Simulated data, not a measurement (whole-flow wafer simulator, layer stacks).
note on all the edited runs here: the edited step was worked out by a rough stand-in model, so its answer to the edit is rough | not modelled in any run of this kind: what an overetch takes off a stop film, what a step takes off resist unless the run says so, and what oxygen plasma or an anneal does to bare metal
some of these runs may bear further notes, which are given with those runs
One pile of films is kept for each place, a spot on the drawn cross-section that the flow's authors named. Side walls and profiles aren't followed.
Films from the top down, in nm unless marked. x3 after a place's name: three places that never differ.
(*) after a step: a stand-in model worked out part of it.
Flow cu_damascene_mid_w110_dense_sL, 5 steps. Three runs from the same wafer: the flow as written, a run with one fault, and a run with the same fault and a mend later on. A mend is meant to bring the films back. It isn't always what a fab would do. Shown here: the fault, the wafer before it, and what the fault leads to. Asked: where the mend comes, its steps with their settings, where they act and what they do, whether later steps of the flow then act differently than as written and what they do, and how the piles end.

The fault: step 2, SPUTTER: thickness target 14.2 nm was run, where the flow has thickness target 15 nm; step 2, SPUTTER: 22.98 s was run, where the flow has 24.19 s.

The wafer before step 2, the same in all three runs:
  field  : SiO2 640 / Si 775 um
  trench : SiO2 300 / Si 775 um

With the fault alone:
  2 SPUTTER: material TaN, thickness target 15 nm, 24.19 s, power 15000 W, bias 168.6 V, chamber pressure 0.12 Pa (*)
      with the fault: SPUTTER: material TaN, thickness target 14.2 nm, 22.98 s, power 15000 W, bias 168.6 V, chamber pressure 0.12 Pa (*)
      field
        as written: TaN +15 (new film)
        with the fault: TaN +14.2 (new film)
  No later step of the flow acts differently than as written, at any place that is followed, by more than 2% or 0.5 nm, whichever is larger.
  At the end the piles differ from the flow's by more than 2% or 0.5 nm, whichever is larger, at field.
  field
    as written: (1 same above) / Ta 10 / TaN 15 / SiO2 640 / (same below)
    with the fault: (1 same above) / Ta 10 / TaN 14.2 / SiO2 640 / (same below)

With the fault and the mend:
  The mend comes after step 2.
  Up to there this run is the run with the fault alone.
  2a SPUTTER: material TaN, thickness target 0.8 nm, 1.29 s, power 15000 W, bias 168.6 V, chamber pressure 0.12 Pa (*) (the flow's step 2 once more, with other settings)
      field
        TaN +0.8
      trench
        TaN +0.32
  No later step of the flow acts differently than as written at any place that is followed.
  At the end the piles differ from the flow's only slightly at the places that both follow, by at most 2% or 0.5 nm, whichever is larger.
